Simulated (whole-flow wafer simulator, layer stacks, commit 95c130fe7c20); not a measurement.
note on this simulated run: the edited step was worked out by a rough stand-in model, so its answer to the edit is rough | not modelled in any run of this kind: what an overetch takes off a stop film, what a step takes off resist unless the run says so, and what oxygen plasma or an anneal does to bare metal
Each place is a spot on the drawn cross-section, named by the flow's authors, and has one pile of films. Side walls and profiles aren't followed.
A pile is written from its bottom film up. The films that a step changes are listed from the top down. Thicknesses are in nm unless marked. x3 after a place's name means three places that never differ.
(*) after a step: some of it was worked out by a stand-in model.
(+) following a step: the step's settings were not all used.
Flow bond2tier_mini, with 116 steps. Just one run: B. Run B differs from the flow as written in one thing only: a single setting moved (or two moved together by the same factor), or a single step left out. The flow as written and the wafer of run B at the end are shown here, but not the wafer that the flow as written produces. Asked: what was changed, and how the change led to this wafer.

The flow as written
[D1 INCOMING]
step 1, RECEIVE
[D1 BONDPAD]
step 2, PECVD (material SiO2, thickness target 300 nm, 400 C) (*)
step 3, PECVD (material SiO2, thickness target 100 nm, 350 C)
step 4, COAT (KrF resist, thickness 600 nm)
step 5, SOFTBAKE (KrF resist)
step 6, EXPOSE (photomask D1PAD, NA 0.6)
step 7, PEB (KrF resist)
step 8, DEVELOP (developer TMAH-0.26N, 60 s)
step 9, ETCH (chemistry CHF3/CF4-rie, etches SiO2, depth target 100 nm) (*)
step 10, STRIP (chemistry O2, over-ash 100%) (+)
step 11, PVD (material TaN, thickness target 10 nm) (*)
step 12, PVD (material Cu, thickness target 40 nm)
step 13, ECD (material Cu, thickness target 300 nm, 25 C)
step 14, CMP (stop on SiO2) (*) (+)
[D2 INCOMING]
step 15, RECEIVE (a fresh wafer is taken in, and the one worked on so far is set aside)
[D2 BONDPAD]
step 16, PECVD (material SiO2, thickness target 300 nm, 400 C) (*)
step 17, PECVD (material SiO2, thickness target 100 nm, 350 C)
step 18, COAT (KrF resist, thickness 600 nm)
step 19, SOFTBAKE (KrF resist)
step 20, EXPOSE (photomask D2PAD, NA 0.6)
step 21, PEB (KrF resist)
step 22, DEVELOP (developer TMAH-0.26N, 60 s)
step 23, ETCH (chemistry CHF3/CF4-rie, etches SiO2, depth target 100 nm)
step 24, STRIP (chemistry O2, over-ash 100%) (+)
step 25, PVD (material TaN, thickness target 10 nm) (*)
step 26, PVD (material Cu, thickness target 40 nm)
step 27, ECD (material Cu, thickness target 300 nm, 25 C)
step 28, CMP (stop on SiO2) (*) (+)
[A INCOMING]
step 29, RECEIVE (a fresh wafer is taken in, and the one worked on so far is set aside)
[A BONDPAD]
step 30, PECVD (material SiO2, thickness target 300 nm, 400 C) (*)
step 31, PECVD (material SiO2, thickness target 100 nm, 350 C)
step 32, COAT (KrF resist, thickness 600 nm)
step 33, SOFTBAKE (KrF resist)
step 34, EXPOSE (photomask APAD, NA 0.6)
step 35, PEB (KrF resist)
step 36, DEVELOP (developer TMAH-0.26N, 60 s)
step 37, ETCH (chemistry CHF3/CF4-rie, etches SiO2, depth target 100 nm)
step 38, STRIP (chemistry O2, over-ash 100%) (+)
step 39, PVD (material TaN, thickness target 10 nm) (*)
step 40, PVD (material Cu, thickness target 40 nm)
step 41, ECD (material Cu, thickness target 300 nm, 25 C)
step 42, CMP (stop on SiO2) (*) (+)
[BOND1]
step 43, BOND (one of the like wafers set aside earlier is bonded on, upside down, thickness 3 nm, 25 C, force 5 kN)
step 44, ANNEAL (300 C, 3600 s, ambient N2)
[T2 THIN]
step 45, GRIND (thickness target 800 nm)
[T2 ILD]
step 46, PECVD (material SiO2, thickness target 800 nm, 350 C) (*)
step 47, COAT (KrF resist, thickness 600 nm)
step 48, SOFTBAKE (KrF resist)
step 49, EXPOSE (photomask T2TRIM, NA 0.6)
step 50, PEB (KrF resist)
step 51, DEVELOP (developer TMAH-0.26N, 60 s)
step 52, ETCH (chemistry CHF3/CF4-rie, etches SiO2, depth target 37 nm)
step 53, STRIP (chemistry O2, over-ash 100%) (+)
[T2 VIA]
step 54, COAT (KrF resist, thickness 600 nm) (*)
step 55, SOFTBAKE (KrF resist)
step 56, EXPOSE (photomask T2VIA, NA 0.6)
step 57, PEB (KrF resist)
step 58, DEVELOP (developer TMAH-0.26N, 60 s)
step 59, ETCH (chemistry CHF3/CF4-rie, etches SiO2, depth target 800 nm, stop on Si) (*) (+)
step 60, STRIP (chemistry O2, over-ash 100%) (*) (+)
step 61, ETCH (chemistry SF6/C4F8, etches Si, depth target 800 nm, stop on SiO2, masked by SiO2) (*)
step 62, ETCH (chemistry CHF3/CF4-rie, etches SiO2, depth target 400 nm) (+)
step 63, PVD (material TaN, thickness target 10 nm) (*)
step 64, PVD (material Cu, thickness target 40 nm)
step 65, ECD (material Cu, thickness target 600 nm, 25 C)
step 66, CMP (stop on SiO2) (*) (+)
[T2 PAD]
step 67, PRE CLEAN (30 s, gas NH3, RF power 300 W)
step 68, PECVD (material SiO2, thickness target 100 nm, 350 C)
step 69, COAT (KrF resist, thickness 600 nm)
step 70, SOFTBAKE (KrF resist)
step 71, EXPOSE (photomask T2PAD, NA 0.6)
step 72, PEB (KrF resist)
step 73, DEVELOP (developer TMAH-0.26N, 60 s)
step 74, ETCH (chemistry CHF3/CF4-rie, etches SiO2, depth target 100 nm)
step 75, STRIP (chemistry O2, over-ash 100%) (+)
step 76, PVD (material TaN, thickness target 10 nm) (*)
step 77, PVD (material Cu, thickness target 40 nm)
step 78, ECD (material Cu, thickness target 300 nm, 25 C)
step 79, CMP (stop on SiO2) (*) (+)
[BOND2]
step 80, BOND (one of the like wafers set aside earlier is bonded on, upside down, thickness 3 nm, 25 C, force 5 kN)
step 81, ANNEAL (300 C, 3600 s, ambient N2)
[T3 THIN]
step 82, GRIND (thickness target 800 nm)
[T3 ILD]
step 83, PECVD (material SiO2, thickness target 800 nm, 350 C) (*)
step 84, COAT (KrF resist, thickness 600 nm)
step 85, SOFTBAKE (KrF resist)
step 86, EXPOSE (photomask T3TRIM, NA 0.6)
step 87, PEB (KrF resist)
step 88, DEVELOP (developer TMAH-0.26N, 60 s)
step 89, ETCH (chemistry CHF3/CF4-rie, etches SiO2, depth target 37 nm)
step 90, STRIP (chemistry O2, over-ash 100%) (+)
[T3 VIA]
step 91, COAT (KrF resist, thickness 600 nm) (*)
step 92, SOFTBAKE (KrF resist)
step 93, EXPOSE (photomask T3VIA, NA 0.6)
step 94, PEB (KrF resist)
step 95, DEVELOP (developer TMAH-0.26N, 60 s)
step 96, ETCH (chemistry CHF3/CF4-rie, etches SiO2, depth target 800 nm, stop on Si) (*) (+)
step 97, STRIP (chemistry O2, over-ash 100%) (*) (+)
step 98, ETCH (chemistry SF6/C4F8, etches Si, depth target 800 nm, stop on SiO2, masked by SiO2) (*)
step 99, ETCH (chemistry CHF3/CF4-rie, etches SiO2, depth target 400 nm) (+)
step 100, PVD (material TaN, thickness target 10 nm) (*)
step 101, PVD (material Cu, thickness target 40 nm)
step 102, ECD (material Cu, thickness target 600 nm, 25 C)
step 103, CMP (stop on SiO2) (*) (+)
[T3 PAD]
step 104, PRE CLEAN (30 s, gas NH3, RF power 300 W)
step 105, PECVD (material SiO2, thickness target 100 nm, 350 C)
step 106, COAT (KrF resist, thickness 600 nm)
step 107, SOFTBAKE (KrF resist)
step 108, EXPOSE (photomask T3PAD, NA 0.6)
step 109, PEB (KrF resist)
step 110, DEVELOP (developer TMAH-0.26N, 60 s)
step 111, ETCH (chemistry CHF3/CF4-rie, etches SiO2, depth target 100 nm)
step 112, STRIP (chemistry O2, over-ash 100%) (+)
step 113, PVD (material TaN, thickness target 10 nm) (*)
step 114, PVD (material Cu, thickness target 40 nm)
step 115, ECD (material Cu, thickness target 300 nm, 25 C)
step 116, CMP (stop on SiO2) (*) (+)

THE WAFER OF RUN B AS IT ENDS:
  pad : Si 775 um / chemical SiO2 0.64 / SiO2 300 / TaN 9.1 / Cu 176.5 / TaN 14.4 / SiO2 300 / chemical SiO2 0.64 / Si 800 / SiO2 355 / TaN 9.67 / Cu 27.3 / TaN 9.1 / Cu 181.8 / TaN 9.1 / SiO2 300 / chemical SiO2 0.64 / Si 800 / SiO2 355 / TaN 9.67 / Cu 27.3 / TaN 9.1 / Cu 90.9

What caused this: step 11, PVD: thickness target 15.8 nm was run, though the flow has thickness target 10 nm.

How this came from the change, step by step:
  step 11, PVD (material TaN, thickness target 10 nm) (*)
      field: TaN gains 15.8 (new film) (it would be, as written: TaN gains 10 (new film))
      pad: TaN gains 14.4 (new film) (it would be, as written: TaN gains 9.1 (new film))
      (also at 1 further place)
  step 14, CMP (stop on SiO2) (*) (+)
      field: Cu loses 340 (all of it), TaN loses 15.8 (all of it) (it would be, as written: Cu loses 340 (all of it), TaN loses 10 (all of it))
  step 43, BOND (one of the like wafers set aside earlier is bonded on, upside down, thickness 3 nm, 25 C, force 5 kN)
      pad: Si gains 775 um (new film), chemical SiO2 gains 0.64 (new film), SiO2 gains 300 (new film), TaN gains 14.4 (new film), Cu gains 85.6 (it would be, as written: Si gains 775 um (new film), chemical SiO2 gains 0.64 (new film), SiO2 gains 300 (new film), TaN gains 9.1 (new film), Cu gains 90.9)
      via: Si gains 775 um (new film), chemical SiO2 gains 0.64 (new film), SiO2 gains 300 (new film), TaN gains 15.8 (new film), Cu gains 84.2 (it would be, as written: Si gains 775 um (new film), chemical SiO2 gains 0.64 (new film), SiO2 gains 300 (new film), TaN gains 9.97 (new film), Cu gains 90)
